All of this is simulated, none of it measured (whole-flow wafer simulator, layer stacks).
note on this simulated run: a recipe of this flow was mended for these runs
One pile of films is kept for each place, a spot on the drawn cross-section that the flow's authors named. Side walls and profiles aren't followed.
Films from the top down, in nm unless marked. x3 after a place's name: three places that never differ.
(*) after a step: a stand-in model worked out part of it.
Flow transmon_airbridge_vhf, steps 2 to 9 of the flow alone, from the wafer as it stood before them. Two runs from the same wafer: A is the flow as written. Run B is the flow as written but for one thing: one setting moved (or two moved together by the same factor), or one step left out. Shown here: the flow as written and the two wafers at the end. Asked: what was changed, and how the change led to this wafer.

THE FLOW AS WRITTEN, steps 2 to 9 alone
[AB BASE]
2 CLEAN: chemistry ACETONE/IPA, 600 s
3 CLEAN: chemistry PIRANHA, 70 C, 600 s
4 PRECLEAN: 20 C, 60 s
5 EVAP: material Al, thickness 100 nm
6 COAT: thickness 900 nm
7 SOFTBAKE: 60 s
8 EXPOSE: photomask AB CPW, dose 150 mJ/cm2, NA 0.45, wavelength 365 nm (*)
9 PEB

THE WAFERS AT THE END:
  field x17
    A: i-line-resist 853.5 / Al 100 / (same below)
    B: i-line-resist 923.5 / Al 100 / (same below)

The cause: step 6, COAT: thickness 974 nm was run, where the flow has thickness 900 nm.

How the change led to this, step by step:
  6 COAT: thickness 900 nm
      field x17: A i-line-resist +900 (new film) | B i-line-resist +974 (new film)
  9 PEB
      field x17: A i-line-resist -46.5 | B i-line-resist -50.5
